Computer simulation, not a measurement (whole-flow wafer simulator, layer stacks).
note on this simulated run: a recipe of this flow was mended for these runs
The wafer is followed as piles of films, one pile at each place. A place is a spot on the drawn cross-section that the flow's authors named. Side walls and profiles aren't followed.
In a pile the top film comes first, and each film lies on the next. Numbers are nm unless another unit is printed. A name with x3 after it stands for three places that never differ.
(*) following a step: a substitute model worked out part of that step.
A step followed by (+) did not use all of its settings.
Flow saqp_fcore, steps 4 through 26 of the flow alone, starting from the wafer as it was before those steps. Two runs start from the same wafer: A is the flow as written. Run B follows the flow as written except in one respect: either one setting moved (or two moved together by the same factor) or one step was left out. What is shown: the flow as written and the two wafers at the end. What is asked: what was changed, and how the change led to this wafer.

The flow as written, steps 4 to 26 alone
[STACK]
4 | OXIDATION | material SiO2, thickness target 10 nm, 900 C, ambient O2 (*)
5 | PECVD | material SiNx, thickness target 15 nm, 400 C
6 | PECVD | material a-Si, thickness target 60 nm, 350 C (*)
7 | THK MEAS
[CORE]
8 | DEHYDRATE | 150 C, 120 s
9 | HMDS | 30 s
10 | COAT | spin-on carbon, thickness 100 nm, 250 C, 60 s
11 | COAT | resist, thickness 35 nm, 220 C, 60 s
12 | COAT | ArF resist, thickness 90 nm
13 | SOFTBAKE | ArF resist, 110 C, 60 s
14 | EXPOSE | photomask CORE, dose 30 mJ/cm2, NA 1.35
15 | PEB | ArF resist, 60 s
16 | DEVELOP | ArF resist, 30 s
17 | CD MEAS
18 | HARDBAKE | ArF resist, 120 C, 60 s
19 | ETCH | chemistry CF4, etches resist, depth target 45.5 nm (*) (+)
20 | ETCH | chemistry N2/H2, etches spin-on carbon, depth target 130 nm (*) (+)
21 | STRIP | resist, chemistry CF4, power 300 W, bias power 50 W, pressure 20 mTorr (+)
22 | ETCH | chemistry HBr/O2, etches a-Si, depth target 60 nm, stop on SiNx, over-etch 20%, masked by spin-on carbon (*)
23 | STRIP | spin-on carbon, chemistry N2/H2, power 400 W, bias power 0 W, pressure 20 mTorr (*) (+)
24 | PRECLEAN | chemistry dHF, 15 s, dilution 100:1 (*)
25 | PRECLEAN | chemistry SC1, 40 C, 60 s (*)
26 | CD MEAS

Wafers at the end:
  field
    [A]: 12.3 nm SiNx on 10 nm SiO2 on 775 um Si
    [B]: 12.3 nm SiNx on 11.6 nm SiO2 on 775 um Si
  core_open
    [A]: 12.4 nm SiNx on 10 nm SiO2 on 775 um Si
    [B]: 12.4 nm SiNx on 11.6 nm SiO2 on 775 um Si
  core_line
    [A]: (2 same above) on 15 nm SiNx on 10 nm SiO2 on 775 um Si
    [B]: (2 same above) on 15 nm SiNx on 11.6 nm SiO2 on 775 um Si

Cause: step 4, OXIDATION: thickness target 11.6 nm was run, though the flow has thickness target 10 nm.
The wafer lets one read it off: field has SiO2 11.6, and step 4 as written asks for 10 nm.

Step by step, how the change led to this:
  4 | OXIDATION | material SiO2, thickness target 10 nm, 900 C, ambient O2 (*)
      field, core_open, core_line: A +10 SiO2 (new film), -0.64 chemical SiO2 (all of it), -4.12 Si | B +11.6 SiO2 (new film), -0.64 chemical SiO2 (all of it), -4.82 Si
